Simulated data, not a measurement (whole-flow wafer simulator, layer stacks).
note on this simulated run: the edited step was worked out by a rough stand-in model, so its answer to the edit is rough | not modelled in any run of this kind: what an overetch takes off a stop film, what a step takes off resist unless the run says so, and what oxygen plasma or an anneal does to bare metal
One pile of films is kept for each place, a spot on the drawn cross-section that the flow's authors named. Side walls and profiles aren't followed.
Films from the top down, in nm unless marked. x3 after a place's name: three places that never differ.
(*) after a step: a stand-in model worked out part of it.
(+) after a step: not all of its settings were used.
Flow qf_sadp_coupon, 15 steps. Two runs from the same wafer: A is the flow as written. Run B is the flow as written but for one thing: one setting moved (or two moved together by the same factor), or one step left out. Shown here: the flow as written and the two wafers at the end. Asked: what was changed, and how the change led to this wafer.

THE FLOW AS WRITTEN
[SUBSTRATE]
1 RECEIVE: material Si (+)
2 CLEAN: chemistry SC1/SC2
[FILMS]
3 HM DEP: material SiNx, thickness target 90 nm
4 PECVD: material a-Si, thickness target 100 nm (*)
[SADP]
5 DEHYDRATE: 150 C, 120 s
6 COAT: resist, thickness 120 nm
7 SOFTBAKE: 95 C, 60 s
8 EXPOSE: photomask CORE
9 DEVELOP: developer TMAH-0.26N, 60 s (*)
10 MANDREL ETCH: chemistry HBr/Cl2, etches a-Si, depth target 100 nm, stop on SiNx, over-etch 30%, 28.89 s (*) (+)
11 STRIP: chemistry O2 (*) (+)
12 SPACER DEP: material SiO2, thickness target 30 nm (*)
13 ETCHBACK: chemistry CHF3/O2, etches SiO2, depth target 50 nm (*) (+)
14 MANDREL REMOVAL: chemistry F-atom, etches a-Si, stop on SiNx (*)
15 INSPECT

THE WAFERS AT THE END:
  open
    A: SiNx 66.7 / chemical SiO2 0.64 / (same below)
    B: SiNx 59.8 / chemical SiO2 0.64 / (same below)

The cause: step 4, PECVD: thickness target 52 nm was run, where the flow has thickness target 100 nm.

How the change led to this, step by step:
  4 PECVD: material a-Si, thickness target 100 nm (*)
      m, open: A a-Si +100 (new film) | B a-Si +52 (new film)
  10 MANDREL ETCH: chemistry HBr/Cl2, etches a-Si, depth target 100 nm, stop on SiNx, over-etch 30%, 28.89 s (*) (+)
      open: A a-Si -100 (all of it), SiNx -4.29 | B a-Si -52 (all of it), SiNx -11.1
  14 MANDREL REMOVAL: chemistry F-atom, etches a-Si, stop on SiNx (*)
      m: A a-Si -95.8 (all of it) | B a-Si -47.8 (all of it)
